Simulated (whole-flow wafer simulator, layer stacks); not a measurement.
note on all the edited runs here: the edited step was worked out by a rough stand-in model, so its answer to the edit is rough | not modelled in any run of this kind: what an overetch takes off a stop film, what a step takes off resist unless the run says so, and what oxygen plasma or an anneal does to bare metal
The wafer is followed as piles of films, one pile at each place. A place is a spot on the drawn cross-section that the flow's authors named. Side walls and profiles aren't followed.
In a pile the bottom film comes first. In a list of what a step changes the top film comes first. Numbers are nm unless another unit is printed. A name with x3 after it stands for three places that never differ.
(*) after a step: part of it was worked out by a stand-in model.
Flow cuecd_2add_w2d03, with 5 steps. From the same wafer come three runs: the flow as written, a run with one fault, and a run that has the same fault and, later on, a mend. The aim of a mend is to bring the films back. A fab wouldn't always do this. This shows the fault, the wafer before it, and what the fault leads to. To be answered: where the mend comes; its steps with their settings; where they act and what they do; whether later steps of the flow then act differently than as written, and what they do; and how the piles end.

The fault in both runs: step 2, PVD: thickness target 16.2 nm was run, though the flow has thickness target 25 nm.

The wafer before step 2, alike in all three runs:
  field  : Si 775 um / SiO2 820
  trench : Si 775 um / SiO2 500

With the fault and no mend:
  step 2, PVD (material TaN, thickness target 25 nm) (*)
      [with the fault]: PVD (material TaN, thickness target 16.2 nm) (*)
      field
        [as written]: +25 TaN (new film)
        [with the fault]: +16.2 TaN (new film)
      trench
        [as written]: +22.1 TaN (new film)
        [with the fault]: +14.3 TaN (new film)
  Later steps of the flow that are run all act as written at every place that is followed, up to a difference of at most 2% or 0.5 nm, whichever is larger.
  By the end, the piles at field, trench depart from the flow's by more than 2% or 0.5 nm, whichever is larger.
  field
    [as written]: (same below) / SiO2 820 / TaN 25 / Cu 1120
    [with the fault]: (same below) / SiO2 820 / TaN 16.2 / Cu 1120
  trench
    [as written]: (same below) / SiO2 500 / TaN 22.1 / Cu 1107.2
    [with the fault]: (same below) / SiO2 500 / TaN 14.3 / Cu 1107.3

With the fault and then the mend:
  The mend stands after step 2.
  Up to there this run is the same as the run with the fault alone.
  step 2a, PVD (material TaN, thickness target 8.8 nm) (*) (the flow's step 2 again, with other settings)
      field
        +8.8 TaN
      trench
        +7.77 TaN
  Later steps of the flow that are run all act as written at every place that is followed.
  The piles end the same as the flow's at every place that both follow.
